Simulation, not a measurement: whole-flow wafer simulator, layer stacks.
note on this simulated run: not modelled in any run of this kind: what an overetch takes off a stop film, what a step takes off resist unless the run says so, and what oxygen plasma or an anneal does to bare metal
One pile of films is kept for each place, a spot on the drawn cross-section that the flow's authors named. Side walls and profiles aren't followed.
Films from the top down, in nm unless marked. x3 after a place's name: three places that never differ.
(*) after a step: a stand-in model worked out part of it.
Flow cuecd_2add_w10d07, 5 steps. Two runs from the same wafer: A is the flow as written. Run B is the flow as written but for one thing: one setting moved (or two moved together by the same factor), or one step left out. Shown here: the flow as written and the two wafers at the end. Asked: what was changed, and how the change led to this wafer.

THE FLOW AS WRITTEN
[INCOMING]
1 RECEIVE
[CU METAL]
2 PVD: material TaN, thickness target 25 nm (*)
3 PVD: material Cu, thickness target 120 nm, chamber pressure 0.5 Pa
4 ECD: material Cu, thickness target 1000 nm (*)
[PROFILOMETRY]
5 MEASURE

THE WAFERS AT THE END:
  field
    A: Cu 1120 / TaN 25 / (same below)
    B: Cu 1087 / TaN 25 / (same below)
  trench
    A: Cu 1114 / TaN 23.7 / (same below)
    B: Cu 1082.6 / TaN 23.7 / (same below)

The cause: step 3, PVD: thickness target 87 nm was run, where the flow has thickness target 120 nm.

How the change led to this, step by step:
  3 PVD: material Cu, thickness target 120 nm, chamber pressure 0.5 Pa
      field: A Cu +120 (new film) | B Cu +87 (new film)
      trench: A Cu +114 (new film) | B Cu +82.6 (new film)
